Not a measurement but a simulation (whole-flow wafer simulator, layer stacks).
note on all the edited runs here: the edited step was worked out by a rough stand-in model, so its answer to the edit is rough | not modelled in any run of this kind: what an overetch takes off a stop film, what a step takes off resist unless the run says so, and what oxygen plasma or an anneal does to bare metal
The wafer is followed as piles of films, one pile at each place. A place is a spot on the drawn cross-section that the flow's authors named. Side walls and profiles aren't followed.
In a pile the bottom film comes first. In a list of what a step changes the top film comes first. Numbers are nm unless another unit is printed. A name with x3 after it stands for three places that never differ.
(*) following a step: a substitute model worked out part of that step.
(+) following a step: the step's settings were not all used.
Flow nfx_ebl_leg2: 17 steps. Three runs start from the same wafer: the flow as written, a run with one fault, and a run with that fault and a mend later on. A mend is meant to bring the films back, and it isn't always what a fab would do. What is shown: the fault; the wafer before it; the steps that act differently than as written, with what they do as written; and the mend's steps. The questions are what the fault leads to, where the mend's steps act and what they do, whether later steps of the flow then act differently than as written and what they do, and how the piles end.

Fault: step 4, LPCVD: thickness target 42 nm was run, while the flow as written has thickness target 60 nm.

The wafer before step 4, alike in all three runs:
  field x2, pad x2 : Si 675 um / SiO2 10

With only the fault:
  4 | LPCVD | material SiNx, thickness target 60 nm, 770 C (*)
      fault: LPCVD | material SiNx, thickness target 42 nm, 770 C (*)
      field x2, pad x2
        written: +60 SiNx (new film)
        fault: +42 SiNx (new film)
  Later steps of the flow acting differently than as written:
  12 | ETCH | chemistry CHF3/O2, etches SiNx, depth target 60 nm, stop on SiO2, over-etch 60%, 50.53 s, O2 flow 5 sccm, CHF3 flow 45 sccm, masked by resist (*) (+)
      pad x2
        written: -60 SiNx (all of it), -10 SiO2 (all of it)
        fault: -42 SiNx (all of it), -10 SiO2 (all of it)
  The piles end different from the flow's at field x2 by more than 2% or 0.5 nm, whichever is larger.
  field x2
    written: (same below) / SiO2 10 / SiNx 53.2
    fault: (same below) / SiO2 10 / SiNx 35.2

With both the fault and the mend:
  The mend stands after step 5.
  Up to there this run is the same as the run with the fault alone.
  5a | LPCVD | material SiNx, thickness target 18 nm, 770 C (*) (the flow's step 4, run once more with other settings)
      field x2, pad x2
        +18 SiNx
  Later steps of the flow that are run all act as written at every place that is followed.
  The piles end the same as the flow's at every place that both follow.
